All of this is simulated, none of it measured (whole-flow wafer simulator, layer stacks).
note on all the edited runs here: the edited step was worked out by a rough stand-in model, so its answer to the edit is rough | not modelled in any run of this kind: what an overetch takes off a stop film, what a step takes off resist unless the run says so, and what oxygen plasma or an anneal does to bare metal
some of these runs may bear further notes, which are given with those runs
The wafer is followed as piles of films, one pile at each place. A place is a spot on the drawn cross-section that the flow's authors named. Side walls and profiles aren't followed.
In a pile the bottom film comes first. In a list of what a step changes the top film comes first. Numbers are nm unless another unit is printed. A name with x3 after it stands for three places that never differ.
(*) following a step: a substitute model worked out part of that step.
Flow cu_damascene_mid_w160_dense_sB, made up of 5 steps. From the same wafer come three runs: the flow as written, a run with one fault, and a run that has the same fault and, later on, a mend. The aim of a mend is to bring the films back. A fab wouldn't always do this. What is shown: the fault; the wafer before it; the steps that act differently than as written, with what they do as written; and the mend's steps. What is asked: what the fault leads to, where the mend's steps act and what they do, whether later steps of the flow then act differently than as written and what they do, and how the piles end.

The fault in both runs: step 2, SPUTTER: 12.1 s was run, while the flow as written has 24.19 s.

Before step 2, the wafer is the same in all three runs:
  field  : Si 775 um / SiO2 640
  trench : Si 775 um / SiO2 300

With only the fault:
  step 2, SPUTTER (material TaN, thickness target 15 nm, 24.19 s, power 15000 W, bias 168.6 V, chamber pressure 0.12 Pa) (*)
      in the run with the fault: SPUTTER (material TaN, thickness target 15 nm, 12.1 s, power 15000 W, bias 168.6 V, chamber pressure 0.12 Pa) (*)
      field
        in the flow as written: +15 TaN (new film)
        in the run with the fault: +7.5 TaN (new film)
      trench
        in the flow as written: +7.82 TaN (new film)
        in the run with the fault: +3.91 TaN (new film)
  Every later step of the flow that is run acts as written, at every place that is followed, to within 2% or 0.5 nm, whichever is larger.
  By the end, the piles at field, trench depart from the flow's by more than 2% or 0.5 nm, whichever is larger.
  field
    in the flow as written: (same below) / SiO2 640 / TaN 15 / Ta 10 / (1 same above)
    in the run with the fault: (same below) / SiO2 640 / TaN 7.5 / Ta 10 / (1 same above)
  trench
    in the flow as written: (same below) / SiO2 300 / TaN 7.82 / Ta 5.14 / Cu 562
    in the run with the fault: (same below) / SiO2 300 / TaN 3.91 / Ta 5.23 / Cu 558.4

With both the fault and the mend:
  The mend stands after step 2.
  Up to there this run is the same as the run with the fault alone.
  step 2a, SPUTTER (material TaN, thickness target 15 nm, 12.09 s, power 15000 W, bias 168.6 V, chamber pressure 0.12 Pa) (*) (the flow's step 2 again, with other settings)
      field
        +7.5 TaN
      trench
        +3.84 TaN
  Every later step of the flow that is run acts as written, at every place that is followed, to within 2% or 0.5 nm, whichever is larger.
  At the end the piles are close to the flow's at the places that both follow, differing by at most 2% or 0.5 nm, whichever is larger.
